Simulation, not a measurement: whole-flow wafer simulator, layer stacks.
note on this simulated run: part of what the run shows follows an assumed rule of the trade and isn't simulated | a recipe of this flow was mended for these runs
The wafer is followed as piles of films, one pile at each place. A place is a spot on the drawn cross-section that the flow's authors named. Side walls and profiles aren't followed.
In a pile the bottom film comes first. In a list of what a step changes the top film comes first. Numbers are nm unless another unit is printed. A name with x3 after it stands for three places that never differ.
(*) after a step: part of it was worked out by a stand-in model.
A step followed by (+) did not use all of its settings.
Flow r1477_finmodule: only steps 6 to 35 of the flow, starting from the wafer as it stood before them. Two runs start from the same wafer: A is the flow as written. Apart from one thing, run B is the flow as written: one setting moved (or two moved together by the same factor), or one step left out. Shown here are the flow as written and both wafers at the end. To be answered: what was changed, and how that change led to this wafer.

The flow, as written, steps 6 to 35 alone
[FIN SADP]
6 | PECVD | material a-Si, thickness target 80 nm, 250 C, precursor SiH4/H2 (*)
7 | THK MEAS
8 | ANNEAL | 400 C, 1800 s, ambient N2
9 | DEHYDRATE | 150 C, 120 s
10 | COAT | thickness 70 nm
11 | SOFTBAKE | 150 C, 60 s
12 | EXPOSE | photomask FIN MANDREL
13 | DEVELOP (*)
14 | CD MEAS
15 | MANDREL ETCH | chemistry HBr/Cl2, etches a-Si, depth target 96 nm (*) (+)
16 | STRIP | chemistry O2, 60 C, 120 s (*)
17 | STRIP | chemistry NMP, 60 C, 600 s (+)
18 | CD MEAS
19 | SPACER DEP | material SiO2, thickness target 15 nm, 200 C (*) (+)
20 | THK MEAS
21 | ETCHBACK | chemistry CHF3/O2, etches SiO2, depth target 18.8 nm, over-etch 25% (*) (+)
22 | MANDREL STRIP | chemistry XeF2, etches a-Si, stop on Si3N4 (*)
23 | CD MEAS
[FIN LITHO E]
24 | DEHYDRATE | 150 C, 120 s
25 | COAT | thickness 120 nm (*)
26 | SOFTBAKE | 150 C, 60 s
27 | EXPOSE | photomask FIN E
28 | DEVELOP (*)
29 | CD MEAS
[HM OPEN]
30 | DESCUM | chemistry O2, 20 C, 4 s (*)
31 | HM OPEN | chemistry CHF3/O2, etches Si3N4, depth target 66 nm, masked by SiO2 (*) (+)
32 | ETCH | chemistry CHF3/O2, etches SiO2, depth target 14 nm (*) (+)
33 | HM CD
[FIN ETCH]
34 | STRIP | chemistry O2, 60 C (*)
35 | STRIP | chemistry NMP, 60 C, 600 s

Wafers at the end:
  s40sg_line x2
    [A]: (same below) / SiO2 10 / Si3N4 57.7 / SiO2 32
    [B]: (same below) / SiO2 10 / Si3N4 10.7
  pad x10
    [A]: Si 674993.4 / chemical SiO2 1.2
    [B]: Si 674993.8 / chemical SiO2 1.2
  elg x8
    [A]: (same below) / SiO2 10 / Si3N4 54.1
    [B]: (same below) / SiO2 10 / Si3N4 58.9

Cause: step 15, MANDREL ETCH: depth target 79.2 nm was run, though the flow has depth target 96 nm.

How this came from the change, step by step:
  15 | MANDREL ETCH | chemistry HBr/Cl2, etches a-Si, depth target 96 nm (*) (+)
      pad x10, elg x8, s40sg x2, s40sg_line x2, s45sg x2, s45sg_line x2, s50sg x2, s50sg_line x2: A a-Si loses 80 (all of it), Si3N4 loses 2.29 | B a-Si loses 79.2
      s40cg x2, s45cg x2, s50cg x2: A e-beam-resist loses 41 | B e-beam-resist loses 34.5
  16 | STRIP | chemistry O2, 60 C, 120 s (*)
      pad x10, elg x8, s40sg x2, s40sg_line x2, s45sg x2, s45sg_line x2, s50sg x2, s50sg_line x2: A nothing | B chemical SiO2 gains 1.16 (new film), a-Si loses 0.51
      s40cg x2, s45cg x2, s50cg x2: A chemical SiO2 gains 0.89 (new film), e-beam-resist loses 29 (all of it), a-Si loses 0.39 | B chemical SiO2 gains 0.78 (new film), e-beam-resist loses 35.5 (all of it), a-Si loses 0.34
  21 | ETCHBACK | chemistry CHF3/O2, etches SiO2, depth target 18.8 nm, over-etch 25% (*) (+)
      pad x10, elg x8, s40sg x2, s45sg x2, s50sg x2: A SiO2 loses 15 (all of it), Si3N4 loses 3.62 | B SiO2 loses 15 (all of it), chemical SiO2 loses 1.16 (all of it), a-Si loses 0.29 (all of it), Si3N4 loses 1.13
  22 | MANDREL STRIP | chemistry XeF2, etches a-Si, stop on Si3N4 (*)
      s40sg_line x2, s45sg_line x2, s50sg_line x2: A nothing | B under 1 film: chemical SiO2 loses 1.16 (all of it), a-Si loses 0.29 (all of it)
  25 | COAT | thickness 120 nm (*)
      s40cg x2: A e-beam-resist gains 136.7 (new film) | B e-beam-resist gains 123.3 (new film)
      s40sg x2: A e-beam-resist gains 142.6 (new film) | B e-beam-resist gains 124.4 (new film)
      (and at 14 other places as well)
  28 | DEVELOP (*)
      s40cg x2: A e-beam-resist loses 136.7 (all of it) | B e-beam-resist loses 123.3 (all of it)
      s40sg x2: A e-beam-resist loses 142.6 (all of it) | B e-beam-resist loses 124.4 (all of it)
      (and at 14 other places as well)
  31 | HM OPEN | chemistry CHF3/O2, etches Si3N4, depth target 66 nm, masked by SiO2 (*) (+)
      s40sg_line x2, s45sg_line x2, s50sg_line x2: A SiO2 loses 33 | B SiO2 loses 15 (all of it), Si3N4 loses 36
      pad x10, s40sg x2, s45sg x2, s50sg x2: A Si3N4 loses 54.1 (all of it), SiO2 loses 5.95 | B Si3N4 loses 58.9 (all of it), SiO2 loses 3.57
  32 | ETCH | chemistry CHF3/O2, etches SiO2, depth target 14 nm (*) (+)
      s40sg_line x2, s45sg_line x2, s50sg_line x2: A SiO2 loses 14 | B Si3N4 loses 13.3
      pad x10, s40sg x2, s45sg x2, s50sg x2: A SiO2 loses 4.05 (all of it), Si loses 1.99 | B SiO2 loses 6.43 (all of it), Si loses 1.51
